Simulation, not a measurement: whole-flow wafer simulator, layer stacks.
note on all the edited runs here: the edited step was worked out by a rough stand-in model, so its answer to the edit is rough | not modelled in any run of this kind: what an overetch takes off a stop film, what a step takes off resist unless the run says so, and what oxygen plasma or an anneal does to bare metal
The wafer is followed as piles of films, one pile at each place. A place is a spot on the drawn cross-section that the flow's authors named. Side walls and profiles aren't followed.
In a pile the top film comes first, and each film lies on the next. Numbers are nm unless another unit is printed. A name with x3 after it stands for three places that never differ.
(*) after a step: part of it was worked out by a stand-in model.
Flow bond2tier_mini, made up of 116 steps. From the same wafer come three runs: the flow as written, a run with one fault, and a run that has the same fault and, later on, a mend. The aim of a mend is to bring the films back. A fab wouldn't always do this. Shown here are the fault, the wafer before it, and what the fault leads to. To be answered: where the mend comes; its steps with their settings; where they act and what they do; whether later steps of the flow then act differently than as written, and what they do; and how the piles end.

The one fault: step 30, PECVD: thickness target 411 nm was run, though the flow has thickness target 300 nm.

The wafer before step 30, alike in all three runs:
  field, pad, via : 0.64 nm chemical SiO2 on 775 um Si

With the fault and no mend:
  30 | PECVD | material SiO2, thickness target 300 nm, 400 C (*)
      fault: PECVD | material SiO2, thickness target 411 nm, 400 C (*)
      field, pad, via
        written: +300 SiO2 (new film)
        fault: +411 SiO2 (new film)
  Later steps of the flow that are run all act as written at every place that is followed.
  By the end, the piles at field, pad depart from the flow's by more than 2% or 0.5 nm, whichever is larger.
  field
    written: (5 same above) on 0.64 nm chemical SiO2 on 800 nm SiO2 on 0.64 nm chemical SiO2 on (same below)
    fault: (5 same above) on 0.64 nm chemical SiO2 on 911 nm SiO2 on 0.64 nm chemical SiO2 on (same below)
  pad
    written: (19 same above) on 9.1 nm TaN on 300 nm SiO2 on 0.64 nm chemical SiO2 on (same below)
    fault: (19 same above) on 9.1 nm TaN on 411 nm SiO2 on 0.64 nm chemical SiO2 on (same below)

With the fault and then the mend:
  The mend stands after step 30.
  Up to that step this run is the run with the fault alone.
  30a | ETCH | chemistry CHF3/CF4-rie, etches SiO2, depth target 111 nm (the flow's step 9, run once more with other settings)
      field, pad, via
        -111 SiO2
  Later steps of the flow that are run all act as written at every place that is followed.
  The piles end the same as the flow's at every place that both follow.
